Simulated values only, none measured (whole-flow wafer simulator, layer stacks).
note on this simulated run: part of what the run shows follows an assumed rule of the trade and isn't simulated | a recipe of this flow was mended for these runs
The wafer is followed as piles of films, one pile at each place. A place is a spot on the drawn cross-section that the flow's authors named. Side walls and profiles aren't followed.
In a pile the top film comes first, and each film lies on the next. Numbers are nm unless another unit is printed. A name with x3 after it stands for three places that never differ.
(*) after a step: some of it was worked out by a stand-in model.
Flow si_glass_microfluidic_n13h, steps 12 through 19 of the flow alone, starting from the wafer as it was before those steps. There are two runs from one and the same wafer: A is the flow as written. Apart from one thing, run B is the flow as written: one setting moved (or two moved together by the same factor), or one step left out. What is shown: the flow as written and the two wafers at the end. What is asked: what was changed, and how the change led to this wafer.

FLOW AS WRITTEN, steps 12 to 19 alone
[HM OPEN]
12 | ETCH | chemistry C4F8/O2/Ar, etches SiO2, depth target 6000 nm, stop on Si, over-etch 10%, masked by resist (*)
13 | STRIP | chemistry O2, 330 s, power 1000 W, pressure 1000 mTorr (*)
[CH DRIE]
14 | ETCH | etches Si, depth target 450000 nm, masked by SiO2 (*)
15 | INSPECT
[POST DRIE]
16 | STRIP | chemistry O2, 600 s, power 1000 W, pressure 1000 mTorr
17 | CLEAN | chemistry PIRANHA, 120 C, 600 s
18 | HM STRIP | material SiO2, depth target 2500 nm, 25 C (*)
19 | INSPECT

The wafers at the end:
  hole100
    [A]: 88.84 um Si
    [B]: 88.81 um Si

Cause: step 12, ETCH: over-etch 13% was run, while the flow as written has over-etch 10%.

How this came from the change, step by step:
  12 | ETCH | chemistry C4F8/O2/Ar, etches SiO2, depth target 6000 nm, stop on Si, over-etch 10%, masked by resist (*)
      land: A -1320 thick-i-line-resist | B -1356 thick-i-line-resist
      hole100: A -6000 SiO2 (all of it), -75 Si | B -6000 SiO2 (all of it), -97.5 Si
